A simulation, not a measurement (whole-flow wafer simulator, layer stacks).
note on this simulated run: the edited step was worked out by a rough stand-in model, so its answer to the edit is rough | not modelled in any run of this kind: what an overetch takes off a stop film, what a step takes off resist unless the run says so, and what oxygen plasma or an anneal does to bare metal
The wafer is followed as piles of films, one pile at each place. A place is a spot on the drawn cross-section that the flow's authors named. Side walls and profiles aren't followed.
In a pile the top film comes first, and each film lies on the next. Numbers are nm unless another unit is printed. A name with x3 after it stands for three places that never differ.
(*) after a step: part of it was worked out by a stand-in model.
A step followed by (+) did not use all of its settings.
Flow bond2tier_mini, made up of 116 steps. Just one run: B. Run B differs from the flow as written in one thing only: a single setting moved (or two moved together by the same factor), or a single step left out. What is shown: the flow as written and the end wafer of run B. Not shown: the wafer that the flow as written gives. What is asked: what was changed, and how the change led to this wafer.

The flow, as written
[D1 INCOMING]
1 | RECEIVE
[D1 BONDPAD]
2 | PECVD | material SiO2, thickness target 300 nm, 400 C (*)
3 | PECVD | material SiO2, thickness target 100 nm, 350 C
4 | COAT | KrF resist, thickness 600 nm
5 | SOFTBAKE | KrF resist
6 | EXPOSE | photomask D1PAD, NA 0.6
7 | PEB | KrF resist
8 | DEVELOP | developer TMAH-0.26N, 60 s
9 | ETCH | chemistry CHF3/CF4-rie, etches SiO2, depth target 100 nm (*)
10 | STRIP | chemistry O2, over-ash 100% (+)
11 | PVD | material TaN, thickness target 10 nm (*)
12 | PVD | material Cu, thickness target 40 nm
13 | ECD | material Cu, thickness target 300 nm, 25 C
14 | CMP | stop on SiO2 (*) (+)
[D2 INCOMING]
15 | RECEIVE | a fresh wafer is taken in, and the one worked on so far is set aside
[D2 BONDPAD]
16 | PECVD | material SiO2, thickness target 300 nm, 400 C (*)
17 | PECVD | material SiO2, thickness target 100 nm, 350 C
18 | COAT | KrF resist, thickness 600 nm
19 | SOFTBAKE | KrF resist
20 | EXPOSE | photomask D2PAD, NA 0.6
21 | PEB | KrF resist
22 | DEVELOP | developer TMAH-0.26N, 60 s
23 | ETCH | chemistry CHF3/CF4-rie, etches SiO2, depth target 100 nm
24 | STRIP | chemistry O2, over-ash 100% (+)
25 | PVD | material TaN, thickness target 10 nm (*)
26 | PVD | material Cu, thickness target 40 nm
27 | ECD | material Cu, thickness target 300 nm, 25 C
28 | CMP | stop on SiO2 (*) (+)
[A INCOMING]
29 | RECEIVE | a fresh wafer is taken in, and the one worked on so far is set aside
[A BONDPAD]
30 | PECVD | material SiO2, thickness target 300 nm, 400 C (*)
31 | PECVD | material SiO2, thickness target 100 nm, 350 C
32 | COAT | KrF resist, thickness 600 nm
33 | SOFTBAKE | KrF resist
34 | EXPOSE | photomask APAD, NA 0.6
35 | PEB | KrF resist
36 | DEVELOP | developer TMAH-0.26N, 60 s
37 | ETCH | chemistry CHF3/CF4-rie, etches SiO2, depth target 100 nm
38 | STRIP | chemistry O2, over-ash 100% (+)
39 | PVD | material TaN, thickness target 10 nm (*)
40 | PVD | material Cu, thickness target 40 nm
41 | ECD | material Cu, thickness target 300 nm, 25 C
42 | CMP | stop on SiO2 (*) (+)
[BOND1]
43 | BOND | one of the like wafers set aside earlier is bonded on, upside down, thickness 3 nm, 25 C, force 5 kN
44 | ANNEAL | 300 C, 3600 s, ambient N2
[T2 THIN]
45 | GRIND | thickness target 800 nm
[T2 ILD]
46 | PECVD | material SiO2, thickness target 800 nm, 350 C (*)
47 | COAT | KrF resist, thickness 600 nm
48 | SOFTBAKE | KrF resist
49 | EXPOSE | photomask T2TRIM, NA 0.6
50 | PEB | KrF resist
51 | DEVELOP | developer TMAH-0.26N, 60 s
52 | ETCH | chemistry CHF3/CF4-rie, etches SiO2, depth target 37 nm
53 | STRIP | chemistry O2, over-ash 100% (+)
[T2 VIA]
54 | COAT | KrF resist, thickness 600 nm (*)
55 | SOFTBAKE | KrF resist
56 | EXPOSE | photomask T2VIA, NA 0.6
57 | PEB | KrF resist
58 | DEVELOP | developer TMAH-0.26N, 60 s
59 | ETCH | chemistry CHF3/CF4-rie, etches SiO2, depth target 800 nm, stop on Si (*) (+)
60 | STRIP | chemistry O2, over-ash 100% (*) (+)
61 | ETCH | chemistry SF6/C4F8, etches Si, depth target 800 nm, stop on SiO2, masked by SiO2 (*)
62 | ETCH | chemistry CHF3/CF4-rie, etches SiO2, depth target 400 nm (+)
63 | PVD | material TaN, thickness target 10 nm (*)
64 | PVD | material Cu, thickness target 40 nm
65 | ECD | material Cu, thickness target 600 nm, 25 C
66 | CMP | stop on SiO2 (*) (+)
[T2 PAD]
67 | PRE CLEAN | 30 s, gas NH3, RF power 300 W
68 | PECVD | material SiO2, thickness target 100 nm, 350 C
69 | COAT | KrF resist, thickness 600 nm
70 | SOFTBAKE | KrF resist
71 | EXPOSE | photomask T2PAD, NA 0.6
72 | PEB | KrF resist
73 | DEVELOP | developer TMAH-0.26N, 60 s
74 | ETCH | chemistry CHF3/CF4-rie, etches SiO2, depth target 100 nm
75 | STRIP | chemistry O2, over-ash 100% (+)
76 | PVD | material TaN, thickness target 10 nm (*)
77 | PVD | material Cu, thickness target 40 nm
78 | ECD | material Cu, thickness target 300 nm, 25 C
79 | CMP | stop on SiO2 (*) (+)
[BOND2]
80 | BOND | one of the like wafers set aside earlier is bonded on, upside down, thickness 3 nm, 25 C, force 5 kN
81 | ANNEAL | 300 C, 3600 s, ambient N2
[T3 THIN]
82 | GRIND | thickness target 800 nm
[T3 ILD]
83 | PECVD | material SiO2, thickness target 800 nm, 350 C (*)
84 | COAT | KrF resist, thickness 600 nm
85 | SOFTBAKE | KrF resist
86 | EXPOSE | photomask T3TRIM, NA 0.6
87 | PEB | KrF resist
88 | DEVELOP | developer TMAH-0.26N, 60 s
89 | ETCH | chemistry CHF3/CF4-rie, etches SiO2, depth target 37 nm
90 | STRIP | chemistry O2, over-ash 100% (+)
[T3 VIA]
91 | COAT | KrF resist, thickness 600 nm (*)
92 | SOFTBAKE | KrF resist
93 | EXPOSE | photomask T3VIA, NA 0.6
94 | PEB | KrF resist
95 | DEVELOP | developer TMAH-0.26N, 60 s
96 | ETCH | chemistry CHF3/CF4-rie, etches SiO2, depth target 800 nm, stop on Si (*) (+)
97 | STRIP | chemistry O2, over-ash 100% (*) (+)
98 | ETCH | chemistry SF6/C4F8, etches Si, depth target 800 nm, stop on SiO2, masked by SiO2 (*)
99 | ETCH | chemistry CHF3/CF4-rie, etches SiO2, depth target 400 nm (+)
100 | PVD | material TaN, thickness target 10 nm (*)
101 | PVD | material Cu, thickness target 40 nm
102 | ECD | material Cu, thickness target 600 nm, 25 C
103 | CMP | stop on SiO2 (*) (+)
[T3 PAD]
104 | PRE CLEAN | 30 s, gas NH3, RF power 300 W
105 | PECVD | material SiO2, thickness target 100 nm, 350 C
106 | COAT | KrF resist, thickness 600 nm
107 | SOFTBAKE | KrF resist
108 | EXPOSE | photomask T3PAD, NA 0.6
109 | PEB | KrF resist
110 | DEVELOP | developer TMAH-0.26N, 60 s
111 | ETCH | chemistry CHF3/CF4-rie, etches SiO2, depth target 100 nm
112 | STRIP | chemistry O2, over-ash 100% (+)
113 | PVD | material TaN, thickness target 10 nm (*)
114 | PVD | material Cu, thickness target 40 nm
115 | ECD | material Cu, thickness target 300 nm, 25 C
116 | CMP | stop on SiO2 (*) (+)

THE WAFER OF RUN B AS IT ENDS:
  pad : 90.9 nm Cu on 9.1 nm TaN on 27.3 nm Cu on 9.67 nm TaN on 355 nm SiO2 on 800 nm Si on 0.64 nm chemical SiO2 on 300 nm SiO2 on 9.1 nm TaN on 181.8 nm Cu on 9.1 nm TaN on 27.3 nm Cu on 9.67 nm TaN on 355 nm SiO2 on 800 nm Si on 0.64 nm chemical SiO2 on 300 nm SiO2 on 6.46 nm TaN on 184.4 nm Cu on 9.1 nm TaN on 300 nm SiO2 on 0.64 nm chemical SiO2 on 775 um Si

Cause: step 11, PVD: thickness target 7.1 nm was run, while the flow as written has thickness target 10 nm.

How this came from the change, step by step:
  11 | PVD | material TaN, thickness target 10 nm (*)
      field: TaN gains 7.1 (new film) (it would be, as written: TaN gains 10 (new film))
      pad: TaN gains 6.46 (new film) (it would be, as written: TaN gains 9.1 (new film))
      (also at 1 further place)
  14 | CMP | stop on SiO2 (*) (+)
      field: Cu loses 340 (all of it), TaN loses 7.1 (all of it) (it would be, as written: Cu loses 340 (all of it), TaN loses 10 (all of it))
  43 | BOND | one of the like wafers set aside earlier is bonded on, upside down, thickness 3 nm, 25 C, force 5 kN
      pad: Si gains 775 um (new film), chemical SiO2 gains 0.64 (new film), SiO2 gains 300 (new film), TaN gains 6.46 (new film), Cu gains 93.5 (it would be, as written: Si gains 775 um (new film), chemical SiO2 gains 0.64 (new film), SiO2 gains 300 (new film), TaN gains 9.1 (new film), Cu gains 90.9)
      via: Si gains 775 um (new film), chemical SiO2 gains 0.64 (new film), SiO2 gains 300 (new film), TaN gains 7.08 (new film), Cu gains 92.9 (it would be, as written: Si gains 775 um (new film), chemical SiO2 gains 0.64 (new film), SiO2 gains 300 (new film), TaN gains 9.97 (new film), Cu gains 90)
